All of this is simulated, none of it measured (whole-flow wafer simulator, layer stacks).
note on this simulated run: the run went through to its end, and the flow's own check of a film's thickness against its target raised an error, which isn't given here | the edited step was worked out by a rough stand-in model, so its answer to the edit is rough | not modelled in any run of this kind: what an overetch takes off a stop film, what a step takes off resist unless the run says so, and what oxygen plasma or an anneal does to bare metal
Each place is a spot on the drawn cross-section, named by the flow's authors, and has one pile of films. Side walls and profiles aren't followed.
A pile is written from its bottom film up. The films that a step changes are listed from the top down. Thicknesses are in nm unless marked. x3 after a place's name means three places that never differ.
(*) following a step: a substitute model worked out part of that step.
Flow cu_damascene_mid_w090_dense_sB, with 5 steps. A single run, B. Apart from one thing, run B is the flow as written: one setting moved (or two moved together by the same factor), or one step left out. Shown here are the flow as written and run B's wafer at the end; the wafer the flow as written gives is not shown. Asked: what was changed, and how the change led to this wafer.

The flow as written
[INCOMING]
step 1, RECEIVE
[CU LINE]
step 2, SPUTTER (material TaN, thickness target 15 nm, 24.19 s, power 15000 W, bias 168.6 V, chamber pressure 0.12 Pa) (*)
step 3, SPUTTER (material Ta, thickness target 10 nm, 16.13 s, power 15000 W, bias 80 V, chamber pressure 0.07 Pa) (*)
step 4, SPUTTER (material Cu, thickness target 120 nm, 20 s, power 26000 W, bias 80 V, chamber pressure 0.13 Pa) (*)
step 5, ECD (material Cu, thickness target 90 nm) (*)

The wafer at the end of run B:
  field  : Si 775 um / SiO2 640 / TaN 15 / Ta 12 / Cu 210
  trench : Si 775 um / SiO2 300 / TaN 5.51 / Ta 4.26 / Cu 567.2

Cause: step 3, SPUTTER: thickness target 12 nm was run, whereas the flow has thickness target 10 nm; step 3, SPUTTER: 19.36 s was run, where the flow has 16.13 s.
The wafer itself shows it: field has Ta 12, and step 3 as written asks for 10 nm.

Step by step, how the change led to this:
  step 3, SPUTTER (material Ta, thickness target 10 nm, 16.13 s, power 15000 W, bias 80 V, chamber pressure 0.07 Pa) (*)
      field: Ta gains 12 (new film) (as written it would have been: Ta gains 10 (new film))
      trench: Ta gains 4.26 (new film) (as written it would have been: Ta gains 3.55 (new film))
